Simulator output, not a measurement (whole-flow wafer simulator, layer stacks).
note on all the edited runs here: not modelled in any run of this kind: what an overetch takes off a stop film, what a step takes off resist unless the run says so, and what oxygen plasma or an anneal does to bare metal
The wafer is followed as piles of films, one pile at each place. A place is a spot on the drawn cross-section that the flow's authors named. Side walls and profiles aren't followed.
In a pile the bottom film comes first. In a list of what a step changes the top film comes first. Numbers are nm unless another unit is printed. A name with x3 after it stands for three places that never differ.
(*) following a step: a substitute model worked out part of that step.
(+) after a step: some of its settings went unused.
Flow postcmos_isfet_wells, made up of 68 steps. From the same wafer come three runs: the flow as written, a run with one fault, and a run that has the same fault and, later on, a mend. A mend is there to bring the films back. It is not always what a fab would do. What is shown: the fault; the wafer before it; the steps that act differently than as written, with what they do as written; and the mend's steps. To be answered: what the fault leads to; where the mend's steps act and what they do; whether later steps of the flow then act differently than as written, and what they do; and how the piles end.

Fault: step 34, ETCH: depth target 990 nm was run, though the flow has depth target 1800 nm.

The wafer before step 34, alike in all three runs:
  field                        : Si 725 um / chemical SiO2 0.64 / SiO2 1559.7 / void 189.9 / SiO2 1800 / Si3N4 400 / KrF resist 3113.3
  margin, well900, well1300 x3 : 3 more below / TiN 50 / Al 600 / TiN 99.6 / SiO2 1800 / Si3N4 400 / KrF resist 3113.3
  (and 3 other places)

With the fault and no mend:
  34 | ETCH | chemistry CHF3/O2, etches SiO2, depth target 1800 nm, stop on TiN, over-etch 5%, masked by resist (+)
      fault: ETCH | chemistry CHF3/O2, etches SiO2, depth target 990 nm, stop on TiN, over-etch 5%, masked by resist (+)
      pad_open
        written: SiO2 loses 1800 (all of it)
        fault: SiO2 loses 990
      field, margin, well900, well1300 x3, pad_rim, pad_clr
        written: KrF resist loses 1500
        fault: KrF resist loses 825
  Steps further on in the flow that do not act as written (not shown: 1 more step that differs only slightly, by at most 2% or 0.5 nm, whichever is larger):
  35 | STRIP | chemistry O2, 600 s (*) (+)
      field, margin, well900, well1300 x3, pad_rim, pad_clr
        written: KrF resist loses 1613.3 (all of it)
        fault: KrF resist loses 2288.3 (all of it)
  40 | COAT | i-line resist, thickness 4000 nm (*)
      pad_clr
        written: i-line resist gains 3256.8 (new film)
        fault: i-line resist gains 3515.7 (new film)
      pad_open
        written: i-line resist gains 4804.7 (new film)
        fault: i-line resist gains 4512.3 (new film)
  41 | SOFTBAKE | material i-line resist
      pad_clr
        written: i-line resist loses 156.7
        fault: i-line resist loses 81.9
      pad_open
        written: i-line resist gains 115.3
        fault: i-line resist gains 76.9
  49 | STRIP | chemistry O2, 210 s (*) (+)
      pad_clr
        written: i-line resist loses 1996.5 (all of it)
        fault: i-line resist loses 2330.1 (all of it)
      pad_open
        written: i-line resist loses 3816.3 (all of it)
        fault: i-line resist loses 3485.5 (all of it)
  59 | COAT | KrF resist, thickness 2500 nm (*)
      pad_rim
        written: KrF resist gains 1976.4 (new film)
        fault: KrF resist gains 2164.5 (new film)
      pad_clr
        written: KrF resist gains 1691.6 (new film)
        fault: KrF resist gains 1971.6 (new film)
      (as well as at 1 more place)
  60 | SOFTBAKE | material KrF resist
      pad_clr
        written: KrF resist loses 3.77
        fault: KrF resist loses 2.68
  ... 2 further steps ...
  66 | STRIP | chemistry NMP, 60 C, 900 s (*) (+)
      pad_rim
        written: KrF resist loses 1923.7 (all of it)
        fault: KrF resist loses 2110.1 (all of it)
  At pad_open, the piles at the end differ from the flow's by more than 2% or 0.5 nm, whichever is larger.
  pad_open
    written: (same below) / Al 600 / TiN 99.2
    fault: (same below) / Al 600 / TiN 99.6 / SiO2 810

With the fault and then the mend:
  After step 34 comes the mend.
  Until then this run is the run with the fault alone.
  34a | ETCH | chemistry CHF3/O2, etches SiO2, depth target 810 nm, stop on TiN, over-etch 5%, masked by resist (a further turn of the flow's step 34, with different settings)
      field, margin, well900, well1300 x3, pad_rim, pad_clr
        KrF resist loses 675
      pad_open
        SiO2 loses 810 (all of it)
  None of the later steps of the flow acts differently than as written at any place that is followed.
  The piles end the same as the flow's at every place that both follow.
